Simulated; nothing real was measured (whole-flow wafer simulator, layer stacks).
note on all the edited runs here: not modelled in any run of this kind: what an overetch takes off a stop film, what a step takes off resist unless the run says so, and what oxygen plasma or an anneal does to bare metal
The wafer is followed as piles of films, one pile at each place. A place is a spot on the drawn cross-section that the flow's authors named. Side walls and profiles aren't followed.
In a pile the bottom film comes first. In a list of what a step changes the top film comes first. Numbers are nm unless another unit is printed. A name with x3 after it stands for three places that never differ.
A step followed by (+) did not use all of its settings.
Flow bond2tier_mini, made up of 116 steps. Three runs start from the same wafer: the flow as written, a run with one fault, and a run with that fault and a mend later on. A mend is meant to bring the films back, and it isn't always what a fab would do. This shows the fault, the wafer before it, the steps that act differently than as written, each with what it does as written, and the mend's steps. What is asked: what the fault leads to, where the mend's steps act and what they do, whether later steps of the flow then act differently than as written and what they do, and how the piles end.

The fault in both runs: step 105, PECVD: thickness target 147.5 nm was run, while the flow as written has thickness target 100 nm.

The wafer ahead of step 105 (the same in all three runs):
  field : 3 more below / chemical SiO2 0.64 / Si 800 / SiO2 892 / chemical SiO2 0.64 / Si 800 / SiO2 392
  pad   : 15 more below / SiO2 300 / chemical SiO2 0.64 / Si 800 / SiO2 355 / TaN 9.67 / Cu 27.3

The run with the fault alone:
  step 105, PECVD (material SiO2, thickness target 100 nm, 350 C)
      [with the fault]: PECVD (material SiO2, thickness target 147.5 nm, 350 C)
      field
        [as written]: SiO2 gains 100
        [with the fault]: SiO2 gains 147.5
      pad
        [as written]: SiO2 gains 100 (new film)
        [with the fault]: SiO2 gains 147.5 (new film)
  Steps further on in the flow that do not act as written:
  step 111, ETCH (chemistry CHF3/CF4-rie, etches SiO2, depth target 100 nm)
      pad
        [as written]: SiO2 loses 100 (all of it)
        [with the fault]: SiO2 loses 100
  The piles end different from the flow's at field, pad by more than 2% or 0.5 nm, whichever is larger.
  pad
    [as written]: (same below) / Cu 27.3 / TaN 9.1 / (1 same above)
    [with the fault]: (same below) / Cu 27.3 / SiO2 47.5 / TaN 9.1 / (1 same above)
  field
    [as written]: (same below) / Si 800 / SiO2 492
    [with the fault]: (same below) / Si 800 / SiO2 539.5

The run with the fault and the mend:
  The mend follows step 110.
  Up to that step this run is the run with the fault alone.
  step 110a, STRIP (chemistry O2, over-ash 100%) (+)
      field
        KrF resist loses 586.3 (all of it)
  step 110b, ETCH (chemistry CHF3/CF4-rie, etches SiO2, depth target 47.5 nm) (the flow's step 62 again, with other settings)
      field, pad
        SiO2 loses 47.5
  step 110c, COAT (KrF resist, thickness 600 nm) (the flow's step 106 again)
      field, pad
        KrF resist gains 600 (new film)
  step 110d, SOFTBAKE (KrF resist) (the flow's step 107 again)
      leaves every film unchanged at each place that is followed
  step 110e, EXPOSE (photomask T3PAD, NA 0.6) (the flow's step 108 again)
      leaves every film unchanged at each place that is followed
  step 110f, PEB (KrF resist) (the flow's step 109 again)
      leaves every film unchanged at each place that is followed
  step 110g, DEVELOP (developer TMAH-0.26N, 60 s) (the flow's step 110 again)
      field
        KrF resist loses 13.7
      pad
        KrF resist loses 600 (all of it)
  Later steps of the flow that are run all act as written at every place that is followed.
  The piles end the same as the flow's at every place that both follow.
